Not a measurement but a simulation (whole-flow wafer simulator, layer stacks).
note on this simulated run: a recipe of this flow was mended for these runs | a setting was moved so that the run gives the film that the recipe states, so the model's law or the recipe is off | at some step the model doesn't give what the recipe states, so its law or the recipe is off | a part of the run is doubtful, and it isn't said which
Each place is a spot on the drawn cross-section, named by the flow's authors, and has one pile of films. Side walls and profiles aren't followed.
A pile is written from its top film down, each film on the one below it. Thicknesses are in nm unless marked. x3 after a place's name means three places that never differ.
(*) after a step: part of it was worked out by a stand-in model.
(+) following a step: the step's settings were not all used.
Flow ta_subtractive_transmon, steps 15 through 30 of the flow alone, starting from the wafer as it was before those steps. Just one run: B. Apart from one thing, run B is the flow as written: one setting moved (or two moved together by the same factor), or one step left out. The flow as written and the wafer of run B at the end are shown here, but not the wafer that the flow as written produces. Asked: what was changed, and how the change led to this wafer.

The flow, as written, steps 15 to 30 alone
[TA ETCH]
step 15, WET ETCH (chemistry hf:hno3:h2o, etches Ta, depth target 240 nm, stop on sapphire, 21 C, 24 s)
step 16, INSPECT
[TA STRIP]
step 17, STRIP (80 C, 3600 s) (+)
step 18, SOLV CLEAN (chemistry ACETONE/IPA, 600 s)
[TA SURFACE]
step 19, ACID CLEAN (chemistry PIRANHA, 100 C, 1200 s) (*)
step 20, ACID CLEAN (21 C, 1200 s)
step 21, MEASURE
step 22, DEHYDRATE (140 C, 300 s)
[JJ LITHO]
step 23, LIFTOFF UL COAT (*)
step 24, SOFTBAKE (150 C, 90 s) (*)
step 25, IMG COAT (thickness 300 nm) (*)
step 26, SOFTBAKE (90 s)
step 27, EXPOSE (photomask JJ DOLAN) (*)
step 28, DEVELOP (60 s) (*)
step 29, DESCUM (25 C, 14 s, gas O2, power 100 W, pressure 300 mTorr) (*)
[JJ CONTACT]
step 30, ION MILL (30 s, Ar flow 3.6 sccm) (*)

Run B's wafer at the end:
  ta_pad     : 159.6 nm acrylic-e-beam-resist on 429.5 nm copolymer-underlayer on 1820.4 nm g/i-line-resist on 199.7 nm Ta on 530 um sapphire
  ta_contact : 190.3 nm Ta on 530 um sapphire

The reason: step 17, STRIP: 80 C, 3600 s (+), was not run.

The path from the change to this, step by step:
  step 23, LIFTOFF UL COAT (*)
      lead: copolymer-underlayer gains 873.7 (new film) (it would be, as written: copolymer-underlayer gains 554.7 (new film))
      ta_contact: copolymer-underlayer gains 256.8 (new film) (it would be, as written: copolymer-underlayer gains 443.9 (new film))
      (and at 1 other place as well)
  step 25, IMG COAT (thickness 300 nm) (*)
      lead: acrylic-e-beam-resist gains 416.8 (new film) (it would be, as written: acrylic-e-beam-resist gains 312.5 (new film))
      ta_contact: acrylic-e-beam-resist gains 194 (new film) (it would be, as written: acrylic-e-beam-resist gains 287.5 (new film))
      (and at 1 other place as well)
  step 28, DEVELOP (60 s) (*)
      ta_contact: acrylic-e-beam-resist loses 194 (all of it), copolymer-underlayer loses 256.8 (all of it), g/i-line-resist loses 1820.4 (all of it) (it would be, as written: acrylic-e-beam-resist loses 287.5 (all of it), copolymer-underlayer loses 443.9 (all of it))
      lead: acrylic-e-beam-resist loses 416.8 (all of it), copolymer-underlayer loses 873.7 (all of it) (it would be, as written: acrylic-e-beam-resist loses 312.5 (all of it), copolymer-underlayer loses 554.7 (all of it))
